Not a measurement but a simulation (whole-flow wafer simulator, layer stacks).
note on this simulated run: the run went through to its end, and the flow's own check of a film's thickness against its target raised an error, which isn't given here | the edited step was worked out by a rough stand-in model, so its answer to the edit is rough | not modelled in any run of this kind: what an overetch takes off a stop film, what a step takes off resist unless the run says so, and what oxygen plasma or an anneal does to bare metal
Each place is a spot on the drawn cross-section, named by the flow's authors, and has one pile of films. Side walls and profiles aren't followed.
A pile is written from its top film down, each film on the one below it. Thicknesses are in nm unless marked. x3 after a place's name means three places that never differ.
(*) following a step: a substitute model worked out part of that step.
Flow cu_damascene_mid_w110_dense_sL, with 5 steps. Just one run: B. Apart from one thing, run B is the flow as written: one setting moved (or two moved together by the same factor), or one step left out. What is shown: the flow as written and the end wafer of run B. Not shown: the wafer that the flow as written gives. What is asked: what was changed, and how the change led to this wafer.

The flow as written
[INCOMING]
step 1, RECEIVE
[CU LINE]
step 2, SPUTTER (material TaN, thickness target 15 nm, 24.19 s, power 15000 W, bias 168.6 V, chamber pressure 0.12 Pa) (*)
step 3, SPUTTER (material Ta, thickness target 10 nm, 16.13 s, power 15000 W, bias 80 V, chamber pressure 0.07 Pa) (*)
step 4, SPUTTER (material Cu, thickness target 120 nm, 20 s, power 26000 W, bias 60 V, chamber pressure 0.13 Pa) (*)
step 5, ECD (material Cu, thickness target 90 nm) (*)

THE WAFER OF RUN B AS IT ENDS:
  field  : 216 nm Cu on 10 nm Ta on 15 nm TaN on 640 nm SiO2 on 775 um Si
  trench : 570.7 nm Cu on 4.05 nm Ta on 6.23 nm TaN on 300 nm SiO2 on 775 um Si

Cause: step 4, SPUTTER: thickness target 126 nm was run, while the flow as written has thickness target 120 nm; step 4, SPUTTER: 21 s was run, where the flow has 20 s.

Step by step, how the change led to this:
  step 4, SPUTTER (material Cu, thickness target 120 nm, 20 s, power 26000 W, bias 60 V, chamber pressure 0.13 Pa) (*)
      field: Cu gains 126 (new film) (in the flow as written it would be: Cu gains 120 (new film))
      trench: Cu gains 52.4 (new film) (in the flow as written it would be: Cu gains 49.9 (new film))
